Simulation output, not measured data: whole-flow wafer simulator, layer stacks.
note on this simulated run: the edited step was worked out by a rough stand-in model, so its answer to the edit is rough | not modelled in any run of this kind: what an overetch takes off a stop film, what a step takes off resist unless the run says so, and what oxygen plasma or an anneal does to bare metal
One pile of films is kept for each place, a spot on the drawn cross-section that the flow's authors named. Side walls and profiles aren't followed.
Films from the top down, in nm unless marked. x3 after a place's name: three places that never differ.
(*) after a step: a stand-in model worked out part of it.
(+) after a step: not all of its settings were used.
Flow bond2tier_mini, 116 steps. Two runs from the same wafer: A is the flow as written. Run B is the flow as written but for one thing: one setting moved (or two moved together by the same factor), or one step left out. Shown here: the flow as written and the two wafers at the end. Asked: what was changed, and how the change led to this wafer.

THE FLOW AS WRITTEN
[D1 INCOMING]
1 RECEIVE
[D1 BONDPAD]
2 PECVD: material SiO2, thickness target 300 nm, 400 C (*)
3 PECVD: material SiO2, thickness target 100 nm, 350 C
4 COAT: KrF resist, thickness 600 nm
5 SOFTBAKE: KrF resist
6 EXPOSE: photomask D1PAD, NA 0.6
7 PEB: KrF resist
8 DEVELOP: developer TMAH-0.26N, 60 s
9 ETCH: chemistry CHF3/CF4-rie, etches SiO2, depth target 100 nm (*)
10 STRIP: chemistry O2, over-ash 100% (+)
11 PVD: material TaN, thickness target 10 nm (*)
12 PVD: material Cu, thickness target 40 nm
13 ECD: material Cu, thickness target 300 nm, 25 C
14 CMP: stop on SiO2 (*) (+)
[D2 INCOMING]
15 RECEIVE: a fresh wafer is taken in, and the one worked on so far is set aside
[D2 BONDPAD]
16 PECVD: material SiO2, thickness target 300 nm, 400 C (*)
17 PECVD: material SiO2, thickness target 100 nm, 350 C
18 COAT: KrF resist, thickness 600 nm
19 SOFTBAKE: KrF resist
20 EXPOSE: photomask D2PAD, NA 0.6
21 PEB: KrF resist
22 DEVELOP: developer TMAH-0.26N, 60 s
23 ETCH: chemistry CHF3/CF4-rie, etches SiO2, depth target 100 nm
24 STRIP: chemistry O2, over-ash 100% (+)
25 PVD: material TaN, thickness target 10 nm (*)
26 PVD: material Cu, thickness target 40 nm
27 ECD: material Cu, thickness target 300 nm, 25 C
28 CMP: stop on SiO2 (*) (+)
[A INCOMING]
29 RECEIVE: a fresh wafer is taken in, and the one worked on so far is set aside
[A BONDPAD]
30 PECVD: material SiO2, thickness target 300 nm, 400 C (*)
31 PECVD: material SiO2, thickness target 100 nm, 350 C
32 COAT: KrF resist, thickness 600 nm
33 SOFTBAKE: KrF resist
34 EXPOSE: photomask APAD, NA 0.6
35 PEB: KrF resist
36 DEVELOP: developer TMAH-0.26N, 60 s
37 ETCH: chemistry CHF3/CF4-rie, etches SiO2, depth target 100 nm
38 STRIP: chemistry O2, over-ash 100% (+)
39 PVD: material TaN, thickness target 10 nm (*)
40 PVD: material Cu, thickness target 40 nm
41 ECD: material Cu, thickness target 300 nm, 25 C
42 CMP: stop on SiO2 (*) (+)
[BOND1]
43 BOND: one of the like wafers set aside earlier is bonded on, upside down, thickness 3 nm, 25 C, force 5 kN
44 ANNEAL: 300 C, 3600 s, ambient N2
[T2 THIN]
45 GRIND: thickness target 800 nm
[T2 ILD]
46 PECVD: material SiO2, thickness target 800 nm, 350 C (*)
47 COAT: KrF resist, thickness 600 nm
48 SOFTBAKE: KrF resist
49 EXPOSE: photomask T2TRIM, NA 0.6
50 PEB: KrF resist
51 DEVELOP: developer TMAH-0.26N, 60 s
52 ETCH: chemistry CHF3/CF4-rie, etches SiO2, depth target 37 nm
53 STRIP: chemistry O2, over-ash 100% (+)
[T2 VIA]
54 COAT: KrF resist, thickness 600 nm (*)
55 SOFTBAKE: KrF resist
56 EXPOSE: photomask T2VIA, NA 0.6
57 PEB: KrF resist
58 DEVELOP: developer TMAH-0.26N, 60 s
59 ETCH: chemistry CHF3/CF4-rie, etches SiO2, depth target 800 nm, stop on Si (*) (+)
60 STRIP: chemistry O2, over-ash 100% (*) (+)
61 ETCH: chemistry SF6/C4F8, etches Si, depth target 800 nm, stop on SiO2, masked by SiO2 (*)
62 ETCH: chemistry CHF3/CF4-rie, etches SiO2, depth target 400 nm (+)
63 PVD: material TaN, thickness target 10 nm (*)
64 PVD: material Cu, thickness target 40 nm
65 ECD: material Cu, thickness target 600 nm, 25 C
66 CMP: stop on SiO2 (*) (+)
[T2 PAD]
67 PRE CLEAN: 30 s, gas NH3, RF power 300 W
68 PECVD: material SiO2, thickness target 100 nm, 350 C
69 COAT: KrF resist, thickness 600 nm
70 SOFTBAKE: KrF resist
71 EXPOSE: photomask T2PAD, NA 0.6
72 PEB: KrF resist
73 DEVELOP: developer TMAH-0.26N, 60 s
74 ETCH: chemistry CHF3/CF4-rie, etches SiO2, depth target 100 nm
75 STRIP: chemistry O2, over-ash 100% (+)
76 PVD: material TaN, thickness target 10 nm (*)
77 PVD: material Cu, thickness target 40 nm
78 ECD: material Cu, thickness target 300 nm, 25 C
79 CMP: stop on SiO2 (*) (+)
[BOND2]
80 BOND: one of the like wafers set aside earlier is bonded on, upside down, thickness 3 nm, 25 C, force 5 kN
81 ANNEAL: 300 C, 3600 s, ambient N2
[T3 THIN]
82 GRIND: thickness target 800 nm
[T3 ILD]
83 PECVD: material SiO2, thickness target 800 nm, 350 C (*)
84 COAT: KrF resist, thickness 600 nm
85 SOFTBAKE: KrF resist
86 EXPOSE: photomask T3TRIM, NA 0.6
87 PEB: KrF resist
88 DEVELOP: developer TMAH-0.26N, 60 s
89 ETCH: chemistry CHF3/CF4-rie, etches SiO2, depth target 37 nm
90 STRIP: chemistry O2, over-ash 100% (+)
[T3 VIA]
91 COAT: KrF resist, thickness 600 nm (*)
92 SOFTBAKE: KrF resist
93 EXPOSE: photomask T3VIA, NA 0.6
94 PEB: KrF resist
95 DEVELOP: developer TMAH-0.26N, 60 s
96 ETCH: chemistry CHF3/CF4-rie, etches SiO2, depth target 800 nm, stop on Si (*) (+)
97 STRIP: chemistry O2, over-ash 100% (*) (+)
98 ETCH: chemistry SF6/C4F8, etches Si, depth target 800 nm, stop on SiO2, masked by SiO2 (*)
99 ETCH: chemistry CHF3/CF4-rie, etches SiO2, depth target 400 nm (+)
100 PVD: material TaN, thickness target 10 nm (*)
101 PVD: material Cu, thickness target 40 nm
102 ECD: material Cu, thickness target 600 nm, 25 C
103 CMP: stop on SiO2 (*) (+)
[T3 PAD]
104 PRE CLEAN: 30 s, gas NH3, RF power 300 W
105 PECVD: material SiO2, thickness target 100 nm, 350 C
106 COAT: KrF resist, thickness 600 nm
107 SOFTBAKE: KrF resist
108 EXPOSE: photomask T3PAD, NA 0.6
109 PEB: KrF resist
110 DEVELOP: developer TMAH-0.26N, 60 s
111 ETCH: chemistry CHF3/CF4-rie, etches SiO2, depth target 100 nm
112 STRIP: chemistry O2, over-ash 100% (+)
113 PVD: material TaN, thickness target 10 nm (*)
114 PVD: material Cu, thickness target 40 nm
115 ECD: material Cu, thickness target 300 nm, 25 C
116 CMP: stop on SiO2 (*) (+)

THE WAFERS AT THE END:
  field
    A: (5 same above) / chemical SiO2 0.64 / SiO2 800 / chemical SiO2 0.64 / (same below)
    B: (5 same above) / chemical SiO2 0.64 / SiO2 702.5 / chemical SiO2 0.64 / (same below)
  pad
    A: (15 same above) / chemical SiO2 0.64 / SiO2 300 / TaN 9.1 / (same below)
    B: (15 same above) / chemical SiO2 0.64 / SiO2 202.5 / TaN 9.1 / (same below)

The cause: step 2, PECVD: thickness target 202.5 nm was run, where the flow has thickness target 300 nm.
It can be read off the wafer: pad has SiO2 202.5, and step 2 as written asks for 300 nm.

How the change led to this, step by step:
  2 PECVD: material SiO2, thickness target 300 nm, 400 C (*)
      field, pad, via: A SiO2 +300 (new film) | B SiO2 +202.5 (new film)
  43 BOND: one of the like wafers set aside earlier is bonded on, upside down, thickness 3 nm, 25 C, force 5 kN
      field: A Si +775 um (new film), chemical SiO2 +0.64 (new film), SiO2 +400 | B Si +775 um (new film), chemical SiO2 +0.64 (new film), SiO2 +302.5
      pad: A Si +775 um (new film), chemical SiO2 +0.64 (new film), SiO2 +300 (new film), TaN +9.1 (new film), Cu +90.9 | B Si +775 um (new film), chemical SiO2 +0.64 (new film), SiO2 +202.5 (new film), TaN +9.1 (new film), Cu +90.9
      (and at 1 more place)
